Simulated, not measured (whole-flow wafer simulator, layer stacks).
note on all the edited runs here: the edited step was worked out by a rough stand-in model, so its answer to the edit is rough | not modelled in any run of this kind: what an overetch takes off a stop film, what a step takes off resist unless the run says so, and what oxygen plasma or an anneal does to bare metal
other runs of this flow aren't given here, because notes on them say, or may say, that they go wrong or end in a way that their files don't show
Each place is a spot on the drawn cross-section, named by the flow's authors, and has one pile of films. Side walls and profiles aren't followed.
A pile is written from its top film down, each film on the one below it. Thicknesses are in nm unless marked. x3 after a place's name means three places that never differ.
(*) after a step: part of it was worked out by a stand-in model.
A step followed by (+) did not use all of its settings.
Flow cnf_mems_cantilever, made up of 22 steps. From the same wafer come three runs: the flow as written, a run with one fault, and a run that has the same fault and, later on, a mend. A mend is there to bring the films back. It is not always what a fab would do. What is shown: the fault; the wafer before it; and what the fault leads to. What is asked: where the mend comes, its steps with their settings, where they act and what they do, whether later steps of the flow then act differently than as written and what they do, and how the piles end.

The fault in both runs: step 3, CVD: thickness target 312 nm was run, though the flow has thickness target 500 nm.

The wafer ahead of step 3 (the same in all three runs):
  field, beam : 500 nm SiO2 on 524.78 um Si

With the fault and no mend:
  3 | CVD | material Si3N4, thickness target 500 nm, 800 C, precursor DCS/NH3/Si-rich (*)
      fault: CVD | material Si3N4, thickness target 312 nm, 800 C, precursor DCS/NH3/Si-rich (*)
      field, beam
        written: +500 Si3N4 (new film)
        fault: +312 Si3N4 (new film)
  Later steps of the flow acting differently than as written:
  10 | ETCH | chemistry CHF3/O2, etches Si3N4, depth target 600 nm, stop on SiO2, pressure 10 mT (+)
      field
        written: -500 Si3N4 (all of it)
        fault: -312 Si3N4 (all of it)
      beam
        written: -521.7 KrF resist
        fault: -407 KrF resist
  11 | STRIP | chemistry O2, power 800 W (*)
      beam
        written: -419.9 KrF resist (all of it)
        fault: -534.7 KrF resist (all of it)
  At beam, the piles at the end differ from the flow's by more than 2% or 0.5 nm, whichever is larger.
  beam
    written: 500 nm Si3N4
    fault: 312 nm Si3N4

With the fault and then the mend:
  The mend follows step 3.
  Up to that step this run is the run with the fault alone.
  3a | CVD | material Si3N4, thickness target 188 nm, 800 C, precursor DCS/NH3/Si-rich (*) (the flow's step 3, run once more with other settings)
      field, beam
        +188 Si3N4
  Every later step of the flow that is run acts as written at every place that is followed.
  By the end, the piles equal the flow's at every place that both follow.
